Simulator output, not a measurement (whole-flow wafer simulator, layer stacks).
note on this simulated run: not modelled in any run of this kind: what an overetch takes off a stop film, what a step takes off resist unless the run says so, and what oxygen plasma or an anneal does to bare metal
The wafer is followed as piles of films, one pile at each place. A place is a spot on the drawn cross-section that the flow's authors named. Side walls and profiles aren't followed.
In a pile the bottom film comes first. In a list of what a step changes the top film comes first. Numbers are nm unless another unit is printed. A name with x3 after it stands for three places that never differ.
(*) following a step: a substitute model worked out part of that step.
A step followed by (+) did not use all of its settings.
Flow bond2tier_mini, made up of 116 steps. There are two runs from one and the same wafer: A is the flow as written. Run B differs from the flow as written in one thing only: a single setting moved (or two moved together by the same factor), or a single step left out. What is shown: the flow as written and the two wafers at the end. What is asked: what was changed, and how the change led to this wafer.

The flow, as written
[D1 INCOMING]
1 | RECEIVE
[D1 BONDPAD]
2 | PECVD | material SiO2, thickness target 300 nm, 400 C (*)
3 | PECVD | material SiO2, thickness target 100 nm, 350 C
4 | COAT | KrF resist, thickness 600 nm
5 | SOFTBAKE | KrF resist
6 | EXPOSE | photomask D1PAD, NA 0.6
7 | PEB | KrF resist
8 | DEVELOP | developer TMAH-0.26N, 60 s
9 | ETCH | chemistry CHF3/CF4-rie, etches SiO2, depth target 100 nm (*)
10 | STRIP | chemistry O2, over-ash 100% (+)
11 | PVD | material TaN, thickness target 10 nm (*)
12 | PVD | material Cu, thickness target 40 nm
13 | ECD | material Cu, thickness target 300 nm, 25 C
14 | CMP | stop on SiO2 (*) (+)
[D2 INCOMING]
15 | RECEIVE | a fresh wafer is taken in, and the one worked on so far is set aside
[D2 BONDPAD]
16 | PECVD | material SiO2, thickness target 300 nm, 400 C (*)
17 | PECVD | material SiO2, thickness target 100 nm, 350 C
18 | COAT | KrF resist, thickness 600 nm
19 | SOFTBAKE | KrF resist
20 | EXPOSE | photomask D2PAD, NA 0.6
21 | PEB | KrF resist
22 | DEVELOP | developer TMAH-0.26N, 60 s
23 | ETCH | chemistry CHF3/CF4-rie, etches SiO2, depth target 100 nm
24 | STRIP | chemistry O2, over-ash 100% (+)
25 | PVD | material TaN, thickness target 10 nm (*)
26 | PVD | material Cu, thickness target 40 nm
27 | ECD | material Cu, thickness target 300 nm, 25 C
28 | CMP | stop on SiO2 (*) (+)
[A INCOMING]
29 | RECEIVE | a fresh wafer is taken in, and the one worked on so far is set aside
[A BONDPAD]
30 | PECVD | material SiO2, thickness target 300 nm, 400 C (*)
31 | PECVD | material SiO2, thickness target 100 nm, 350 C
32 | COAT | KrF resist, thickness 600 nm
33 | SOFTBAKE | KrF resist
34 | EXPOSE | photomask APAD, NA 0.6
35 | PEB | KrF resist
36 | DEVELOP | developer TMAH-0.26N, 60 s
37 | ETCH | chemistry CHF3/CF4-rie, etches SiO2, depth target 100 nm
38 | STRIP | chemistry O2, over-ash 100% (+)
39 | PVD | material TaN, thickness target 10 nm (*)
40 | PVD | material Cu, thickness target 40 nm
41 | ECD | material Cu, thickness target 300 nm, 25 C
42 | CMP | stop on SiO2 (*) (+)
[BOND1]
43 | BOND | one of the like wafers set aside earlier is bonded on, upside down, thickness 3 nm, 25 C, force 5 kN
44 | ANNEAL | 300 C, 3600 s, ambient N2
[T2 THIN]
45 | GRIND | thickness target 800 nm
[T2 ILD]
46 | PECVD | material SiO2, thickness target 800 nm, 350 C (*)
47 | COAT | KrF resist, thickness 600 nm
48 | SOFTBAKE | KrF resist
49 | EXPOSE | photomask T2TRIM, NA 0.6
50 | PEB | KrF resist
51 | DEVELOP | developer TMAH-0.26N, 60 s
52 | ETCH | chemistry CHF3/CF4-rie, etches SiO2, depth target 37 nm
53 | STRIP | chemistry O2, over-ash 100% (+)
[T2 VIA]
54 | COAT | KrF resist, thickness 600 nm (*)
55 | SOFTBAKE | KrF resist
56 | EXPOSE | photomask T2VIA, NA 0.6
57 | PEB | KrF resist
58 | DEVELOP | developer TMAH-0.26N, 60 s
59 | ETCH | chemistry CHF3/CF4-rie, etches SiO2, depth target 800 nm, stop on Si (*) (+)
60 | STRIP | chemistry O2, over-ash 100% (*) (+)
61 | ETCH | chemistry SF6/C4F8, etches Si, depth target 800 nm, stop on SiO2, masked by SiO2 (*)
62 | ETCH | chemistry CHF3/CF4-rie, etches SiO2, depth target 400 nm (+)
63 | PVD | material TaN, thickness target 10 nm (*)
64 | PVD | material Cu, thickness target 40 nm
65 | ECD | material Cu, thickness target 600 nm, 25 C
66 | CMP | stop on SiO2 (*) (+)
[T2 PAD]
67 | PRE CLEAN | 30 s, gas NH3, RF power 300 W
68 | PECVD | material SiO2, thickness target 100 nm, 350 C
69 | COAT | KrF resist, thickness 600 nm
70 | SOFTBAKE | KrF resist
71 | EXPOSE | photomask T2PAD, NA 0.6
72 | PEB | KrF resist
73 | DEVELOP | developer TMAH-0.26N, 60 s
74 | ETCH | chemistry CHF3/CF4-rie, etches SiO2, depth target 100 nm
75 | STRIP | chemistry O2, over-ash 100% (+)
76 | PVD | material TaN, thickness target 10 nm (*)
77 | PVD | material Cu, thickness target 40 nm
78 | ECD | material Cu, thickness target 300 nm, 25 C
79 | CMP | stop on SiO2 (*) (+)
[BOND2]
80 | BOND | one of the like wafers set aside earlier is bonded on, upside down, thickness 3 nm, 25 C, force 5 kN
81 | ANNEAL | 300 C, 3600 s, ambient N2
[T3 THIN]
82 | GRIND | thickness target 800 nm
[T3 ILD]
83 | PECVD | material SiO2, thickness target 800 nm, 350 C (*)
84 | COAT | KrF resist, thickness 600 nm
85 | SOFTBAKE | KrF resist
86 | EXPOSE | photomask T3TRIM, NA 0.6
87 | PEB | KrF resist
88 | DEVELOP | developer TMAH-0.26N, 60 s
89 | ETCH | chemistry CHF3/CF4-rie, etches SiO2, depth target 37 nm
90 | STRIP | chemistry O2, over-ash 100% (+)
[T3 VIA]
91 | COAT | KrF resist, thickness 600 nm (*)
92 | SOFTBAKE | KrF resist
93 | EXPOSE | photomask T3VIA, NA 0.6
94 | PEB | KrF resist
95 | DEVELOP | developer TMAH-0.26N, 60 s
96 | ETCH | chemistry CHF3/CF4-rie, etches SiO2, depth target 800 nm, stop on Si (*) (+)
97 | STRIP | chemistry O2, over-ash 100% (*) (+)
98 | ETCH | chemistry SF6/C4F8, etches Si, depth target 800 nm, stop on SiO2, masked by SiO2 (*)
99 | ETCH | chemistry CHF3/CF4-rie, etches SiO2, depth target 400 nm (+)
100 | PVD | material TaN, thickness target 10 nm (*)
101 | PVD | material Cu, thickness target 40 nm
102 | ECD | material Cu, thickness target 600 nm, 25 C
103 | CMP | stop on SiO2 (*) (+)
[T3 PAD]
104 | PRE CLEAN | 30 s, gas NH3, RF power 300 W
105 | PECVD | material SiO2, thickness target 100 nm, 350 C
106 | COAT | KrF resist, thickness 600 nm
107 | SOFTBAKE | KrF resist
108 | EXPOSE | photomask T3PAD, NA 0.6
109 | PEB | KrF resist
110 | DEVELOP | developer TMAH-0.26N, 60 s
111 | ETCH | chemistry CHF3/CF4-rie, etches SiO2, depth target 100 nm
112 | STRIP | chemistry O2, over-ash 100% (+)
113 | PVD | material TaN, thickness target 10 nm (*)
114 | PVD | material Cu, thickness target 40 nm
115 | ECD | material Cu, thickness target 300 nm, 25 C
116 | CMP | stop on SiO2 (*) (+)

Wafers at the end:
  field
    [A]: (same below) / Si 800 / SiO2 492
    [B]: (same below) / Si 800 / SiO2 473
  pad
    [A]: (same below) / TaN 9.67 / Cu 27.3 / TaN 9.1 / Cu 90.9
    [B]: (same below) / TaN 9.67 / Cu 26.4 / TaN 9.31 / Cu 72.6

What caused this: step 105, PECVD: thickness target 81 nm was run, though the flow has thickness target 100 nm.

Step by step, how the change led to this:
  105 | PECVD | material SiO2, thickness target 100 nm, 350 C
      field: A SiO2 gains 100 | B SiO2 gains 81
      pad: A SiO2 gains 100 (new film) | B SiO2 gains 81 (new film)
  111 | ETCH | chemistry CHF3/CF4-rie, etches SiO2, depth target 100 nm
      pad: A SiO2 loses 100 (all of it) | B SiO2 loses 81 (all of it), Cu loses 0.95
  115 | ECD | material Cu, thickness target 300 nm, 25 C
      pad: A Cu gains 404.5 | B Cu gains 385.6
